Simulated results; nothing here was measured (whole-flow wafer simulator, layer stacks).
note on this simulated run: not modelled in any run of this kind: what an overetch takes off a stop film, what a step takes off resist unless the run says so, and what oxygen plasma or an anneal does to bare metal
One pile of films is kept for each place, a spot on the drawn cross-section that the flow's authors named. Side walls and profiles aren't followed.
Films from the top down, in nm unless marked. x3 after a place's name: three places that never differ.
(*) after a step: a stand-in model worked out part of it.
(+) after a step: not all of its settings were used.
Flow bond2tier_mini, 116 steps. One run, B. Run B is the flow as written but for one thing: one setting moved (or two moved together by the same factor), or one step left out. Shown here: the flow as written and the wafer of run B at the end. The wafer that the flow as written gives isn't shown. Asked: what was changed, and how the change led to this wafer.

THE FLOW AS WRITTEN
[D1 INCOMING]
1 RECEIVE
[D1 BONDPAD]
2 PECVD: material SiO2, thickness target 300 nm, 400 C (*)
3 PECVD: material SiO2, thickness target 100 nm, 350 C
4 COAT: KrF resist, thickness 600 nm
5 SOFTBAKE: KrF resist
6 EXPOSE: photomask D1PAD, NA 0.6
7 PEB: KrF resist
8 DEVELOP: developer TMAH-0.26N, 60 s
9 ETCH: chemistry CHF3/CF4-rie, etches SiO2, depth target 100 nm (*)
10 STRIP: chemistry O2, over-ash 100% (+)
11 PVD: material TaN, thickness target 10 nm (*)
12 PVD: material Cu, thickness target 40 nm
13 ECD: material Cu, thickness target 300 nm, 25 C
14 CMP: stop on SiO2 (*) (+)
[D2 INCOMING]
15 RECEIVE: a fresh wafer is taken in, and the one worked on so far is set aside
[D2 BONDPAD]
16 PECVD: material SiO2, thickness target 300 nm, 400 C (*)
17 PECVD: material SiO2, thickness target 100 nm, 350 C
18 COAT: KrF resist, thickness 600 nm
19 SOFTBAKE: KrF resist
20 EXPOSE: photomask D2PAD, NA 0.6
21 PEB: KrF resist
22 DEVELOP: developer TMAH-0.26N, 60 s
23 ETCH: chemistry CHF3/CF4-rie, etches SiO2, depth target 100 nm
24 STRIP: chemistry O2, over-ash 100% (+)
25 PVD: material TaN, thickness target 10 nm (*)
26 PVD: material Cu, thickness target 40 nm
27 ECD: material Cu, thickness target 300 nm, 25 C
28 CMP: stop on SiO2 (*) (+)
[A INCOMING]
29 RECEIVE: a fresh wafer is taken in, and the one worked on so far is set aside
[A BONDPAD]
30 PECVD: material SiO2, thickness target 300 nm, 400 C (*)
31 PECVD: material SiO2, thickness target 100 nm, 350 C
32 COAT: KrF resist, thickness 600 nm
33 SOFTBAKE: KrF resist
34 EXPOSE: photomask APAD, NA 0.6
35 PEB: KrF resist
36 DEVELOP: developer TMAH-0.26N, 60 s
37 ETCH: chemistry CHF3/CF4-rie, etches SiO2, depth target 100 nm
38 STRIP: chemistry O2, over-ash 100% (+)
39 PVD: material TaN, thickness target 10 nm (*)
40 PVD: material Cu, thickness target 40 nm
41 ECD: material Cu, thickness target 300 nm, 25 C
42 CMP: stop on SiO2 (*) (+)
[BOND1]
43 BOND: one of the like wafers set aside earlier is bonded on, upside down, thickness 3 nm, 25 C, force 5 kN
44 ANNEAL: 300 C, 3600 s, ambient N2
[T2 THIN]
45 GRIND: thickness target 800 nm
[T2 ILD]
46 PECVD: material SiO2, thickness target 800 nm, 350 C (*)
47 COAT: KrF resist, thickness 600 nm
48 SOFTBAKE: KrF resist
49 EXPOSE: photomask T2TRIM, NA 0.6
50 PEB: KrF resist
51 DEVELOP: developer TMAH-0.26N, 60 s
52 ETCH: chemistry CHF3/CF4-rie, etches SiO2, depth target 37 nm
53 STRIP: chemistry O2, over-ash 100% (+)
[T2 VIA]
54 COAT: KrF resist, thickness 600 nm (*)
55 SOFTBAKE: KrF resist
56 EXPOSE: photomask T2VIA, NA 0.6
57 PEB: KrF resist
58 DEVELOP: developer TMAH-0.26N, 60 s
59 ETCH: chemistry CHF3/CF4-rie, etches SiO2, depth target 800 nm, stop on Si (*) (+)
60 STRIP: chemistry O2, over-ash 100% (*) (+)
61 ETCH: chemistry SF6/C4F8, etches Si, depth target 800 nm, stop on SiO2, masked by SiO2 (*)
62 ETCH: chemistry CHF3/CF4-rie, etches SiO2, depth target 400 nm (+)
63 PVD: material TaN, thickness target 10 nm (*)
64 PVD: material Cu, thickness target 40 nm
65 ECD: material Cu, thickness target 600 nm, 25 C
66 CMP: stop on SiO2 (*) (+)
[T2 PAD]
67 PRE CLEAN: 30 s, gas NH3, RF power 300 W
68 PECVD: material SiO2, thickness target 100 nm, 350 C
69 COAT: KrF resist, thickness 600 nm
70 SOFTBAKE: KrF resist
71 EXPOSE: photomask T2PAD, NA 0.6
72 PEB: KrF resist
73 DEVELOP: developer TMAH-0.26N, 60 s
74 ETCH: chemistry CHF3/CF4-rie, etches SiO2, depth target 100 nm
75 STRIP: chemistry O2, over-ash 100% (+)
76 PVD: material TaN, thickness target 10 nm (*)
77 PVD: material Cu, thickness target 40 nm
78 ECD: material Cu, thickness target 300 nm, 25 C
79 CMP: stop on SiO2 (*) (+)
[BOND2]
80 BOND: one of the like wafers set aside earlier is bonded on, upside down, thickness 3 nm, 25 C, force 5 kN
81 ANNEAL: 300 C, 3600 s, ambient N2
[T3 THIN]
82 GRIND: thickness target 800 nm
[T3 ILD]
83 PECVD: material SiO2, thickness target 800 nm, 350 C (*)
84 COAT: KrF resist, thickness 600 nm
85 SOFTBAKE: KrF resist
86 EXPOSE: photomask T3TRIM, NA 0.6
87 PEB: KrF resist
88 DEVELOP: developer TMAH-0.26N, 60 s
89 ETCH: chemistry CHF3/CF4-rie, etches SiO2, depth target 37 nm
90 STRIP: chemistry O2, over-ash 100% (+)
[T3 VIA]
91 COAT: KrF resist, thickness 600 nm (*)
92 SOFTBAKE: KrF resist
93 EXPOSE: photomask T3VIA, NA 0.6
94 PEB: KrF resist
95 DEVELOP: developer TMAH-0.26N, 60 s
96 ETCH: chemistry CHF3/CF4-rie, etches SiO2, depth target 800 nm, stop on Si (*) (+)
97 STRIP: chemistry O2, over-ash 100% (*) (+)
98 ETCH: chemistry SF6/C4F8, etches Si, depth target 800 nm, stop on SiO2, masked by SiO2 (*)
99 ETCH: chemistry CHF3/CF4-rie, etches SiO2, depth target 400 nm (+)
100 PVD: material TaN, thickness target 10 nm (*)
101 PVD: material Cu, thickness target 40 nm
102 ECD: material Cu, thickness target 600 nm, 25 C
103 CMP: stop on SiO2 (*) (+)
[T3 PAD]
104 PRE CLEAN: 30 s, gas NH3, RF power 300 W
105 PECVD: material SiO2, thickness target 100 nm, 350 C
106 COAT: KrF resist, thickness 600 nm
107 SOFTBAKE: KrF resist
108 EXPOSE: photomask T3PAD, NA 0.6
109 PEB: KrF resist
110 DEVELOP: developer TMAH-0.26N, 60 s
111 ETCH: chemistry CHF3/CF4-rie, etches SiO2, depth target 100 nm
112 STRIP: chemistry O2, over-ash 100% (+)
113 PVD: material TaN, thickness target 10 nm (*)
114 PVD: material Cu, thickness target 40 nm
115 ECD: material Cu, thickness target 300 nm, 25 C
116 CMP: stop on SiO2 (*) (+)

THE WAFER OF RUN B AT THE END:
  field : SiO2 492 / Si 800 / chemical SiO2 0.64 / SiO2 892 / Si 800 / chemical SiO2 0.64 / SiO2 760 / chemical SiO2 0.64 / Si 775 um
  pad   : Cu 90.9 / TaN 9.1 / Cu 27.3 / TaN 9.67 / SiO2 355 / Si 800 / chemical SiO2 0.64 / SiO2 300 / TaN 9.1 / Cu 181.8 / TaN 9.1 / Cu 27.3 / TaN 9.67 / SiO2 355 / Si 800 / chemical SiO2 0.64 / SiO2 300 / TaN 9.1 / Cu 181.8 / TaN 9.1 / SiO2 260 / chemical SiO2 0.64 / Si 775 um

The cause: step 31, PECVD: thickness target 60 nm was run, where the flow has thickness target 100 nm.

How the change led to this, step by step:
  31 PECVD: material SiO2, thickness target 100 nm, 350 C
      field, pad, via: SiO2 +60 (as written it would be: SiO2 +100)
